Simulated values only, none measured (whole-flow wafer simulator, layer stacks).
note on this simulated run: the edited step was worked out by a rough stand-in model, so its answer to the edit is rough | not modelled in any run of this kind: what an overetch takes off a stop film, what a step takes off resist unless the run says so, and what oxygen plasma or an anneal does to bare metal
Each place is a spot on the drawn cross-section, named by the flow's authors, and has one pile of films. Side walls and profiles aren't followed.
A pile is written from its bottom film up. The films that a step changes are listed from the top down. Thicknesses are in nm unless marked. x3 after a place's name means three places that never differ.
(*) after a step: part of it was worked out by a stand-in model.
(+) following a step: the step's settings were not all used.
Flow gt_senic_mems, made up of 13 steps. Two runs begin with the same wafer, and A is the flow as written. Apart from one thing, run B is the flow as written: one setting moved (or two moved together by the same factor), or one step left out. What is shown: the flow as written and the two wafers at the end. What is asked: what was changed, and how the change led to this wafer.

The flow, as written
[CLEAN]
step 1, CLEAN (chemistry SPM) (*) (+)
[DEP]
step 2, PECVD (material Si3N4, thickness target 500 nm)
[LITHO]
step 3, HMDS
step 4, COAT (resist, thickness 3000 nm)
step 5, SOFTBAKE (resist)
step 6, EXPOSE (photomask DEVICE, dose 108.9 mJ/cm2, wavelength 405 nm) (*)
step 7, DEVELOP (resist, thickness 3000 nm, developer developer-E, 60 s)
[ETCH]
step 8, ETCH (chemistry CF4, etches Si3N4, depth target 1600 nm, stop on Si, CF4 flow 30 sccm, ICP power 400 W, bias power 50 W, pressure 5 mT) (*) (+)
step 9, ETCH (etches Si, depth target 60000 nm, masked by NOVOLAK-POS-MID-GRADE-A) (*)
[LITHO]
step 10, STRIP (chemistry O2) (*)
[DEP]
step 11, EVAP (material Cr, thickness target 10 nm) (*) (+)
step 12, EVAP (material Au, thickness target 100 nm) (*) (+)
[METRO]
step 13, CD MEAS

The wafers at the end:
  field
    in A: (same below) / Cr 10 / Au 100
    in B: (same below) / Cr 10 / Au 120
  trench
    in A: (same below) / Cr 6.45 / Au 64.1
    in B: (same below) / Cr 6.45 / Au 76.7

The reason: step 12, EVAP: thickness target 120 nm was run, though the flow has thickness target 100 nm.
The wafer lets one read it off: field has Au 120, and step 12 as written asks for 100 nm.

How this came from the change, step by step:
  step 12, EVAP (material Au, thickness target 100 nm) (*) (+)
      field: A Au gains 100 (new film) | B Au gains 120 (new film)
      trench: A Au gains 64.1 (new film) | B Au gains 76.7 (new film)
